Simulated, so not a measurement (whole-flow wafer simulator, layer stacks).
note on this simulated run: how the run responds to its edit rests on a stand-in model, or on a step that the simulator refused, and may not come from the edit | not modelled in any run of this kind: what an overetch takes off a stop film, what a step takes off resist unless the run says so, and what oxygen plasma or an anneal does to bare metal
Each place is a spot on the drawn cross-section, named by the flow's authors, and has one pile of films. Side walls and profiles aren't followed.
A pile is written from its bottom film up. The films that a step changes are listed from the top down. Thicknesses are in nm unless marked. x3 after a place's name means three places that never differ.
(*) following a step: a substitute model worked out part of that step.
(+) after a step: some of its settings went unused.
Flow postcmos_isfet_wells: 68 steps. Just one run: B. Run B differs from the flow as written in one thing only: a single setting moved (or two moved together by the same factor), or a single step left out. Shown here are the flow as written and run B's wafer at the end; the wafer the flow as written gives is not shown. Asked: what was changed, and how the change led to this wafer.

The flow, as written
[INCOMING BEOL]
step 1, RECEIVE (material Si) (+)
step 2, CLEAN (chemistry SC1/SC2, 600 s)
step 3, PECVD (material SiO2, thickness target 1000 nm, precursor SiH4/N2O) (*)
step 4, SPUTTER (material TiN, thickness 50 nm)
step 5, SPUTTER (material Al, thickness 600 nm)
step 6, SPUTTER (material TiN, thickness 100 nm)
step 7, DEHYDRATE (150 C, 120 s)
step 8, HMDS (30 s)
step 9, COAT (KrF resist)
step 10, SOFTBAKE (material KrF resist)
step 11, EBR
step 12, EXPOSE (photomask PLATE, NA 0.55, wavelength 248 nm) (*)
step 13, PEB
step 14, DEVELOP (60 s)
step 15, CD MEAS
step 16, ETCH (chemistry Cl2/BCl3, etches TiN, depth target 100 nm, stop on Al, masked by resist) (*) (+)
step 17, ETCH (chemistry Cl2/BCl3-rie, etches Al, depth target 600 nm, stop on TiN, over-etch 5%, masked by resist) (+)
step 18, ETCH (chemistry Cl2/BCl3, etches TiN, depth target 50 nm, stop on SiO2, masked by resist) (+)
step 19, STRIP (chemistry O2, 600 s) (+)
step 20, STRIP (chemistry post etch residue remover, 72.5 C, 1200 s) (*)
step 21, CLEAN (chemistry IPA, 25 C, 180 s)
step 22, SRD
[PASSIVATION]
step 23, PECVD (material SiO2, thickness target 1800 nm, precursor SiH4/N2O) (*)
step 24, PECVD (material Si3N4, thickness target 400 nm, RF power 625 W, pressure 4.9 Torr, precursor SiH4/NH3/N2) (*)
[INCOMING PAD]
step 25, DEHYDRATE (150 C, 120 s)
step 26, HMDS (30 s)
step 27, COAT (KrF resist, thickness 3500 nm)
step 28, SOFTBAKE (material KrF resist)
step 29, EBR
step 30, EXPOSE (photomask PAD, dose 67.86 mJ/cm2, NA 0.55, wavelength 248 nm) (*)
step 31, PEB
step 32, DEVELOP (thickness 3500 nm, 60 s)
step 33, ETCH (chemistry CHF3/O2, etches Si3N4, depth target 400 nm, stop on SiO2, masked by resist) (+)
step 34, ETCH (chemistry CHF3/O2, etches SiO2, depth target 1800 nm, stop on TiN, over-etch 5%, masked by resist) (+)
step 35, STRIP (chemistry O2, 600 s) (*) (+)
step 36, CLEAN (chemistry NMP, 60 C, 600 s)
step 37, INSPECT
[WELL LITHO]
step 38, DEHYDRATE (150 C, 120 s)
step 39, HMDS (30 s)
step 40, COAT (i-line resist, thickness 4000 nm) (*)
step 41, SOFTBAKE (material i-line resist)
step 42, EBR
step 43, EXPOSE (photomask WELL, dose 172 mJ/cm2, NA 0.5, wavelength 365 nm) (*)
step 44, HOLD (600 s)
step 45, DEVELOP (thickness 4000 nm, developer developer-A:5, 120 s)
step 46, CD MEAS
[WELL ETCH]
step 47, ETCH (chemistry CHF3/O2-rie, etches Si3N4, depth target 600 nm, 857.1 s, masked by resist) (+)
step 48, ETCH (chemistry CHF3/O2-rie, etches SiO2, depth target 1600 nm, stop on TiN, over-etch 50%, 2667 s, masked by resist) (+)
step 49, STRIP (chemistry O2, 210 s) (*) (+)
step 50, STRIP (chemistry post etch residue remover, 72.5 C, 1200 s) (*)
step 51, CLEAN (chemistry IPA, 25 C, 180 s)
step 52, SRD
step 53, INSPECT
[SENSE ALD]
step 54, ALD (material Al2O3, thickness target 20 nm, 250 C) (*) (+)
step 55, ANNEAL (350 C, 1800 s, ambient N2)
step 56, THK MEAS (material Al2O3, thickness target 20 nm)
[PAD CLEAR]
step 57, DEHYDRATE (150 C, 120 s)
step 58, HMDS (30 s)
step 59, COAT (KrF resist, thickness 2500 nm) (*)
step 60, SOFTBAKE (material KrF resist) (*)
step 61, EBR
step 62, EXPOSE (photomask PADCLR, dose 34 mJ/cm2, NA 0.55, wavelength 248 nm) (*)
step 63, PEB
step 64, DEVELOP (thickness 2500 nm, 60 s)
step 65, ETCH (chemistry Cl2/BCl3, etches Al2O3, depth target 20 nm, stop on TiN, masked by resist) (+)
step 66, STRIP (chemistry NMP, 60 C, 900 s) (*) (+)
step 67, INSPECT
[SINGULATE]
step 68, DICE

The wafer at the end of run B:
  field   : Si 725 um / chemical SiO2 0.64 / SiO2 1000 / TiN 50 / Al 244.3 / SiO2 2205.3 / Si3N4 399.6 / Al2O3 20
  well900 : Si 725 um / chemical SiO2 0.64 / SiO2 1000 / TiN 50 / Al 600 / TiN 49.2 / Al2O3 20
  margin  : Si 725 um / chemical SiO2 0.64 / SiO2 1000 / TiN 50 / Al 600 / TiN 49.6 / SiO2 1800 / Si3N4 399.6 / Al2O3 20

The reason: step 6, SPUTTER: thickness 50 nm was run, while the flow as written has thickness 100 nm; step 17, ETCH: depth target 300 nm was run, where the flow has depth target 600 nm.

How this came from the change, step by step:
  step 6, SPUTTER (material TiN, thickness 100 nm)
      field, margin, well900 and 6 more: +50 TiN (new film) (it would be, as written: +100 TiN (new film))
  step 16, ETCH (chemistry Cl2/BCl3, etches TiN, depth target 100 nm, stop on Al, masked by resist) (*) (+)
      margin, well900, well1300, well2000, well3000, pad_rim, pad_clr, pad_open: -30 KrF resist (it would be, as written: -40 KrF resist)
      field: -50 TiN (all of it) (it would be, as written: -100 TiN (all of it))
  step 17, ETCH (chemistry Cl2/BCl3-rie, etches Al, depth target 600 nm, stop on TiN, over-etch 5%, masked by resist) (+)
      field: -300 Al (it would be, as written: -600 Al (all of it))
      margin, well900, well1300, well2000, well3000, pad_rim, pad_clr, pad_open: -150 KrF resist (it would be, as written: -300 KrF resist)
  step 18, ETCH (chemistry Cl2/BCl3, etches TiN, depth target 50 nm, stop on SiO2, masked by resist) (+)
      field: -50 Al (it would be, as written: -50 TiN (all of it))
  step 19, STRIP (chemistry O2, 600 s) (+)
      margin, well900, well1300, well2000, well3000, pad_rim, pad_clr, pad_open: -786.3 KrF resist (all of it) (it would be, as written: -626.3 KrF resist (all of it))
  step 20, STRIP (chemistry post etch residue remover, 72.5 C, 1200 s) (*)
      field: -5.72 Al (it would be, as written: nothing)
  step 23, PECVD (material SiO2, thickness target 1800 nm, precursor SiH4/N2O) (*)
      field: +2205.3 SiO2 (new film) (it would be, as written: +1800 SiO2 (new film), +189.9 void (new film), +559.7 SiO2)
If metal films that touch count as one body, field has 1 body; the flow as written gives 0 bodies.
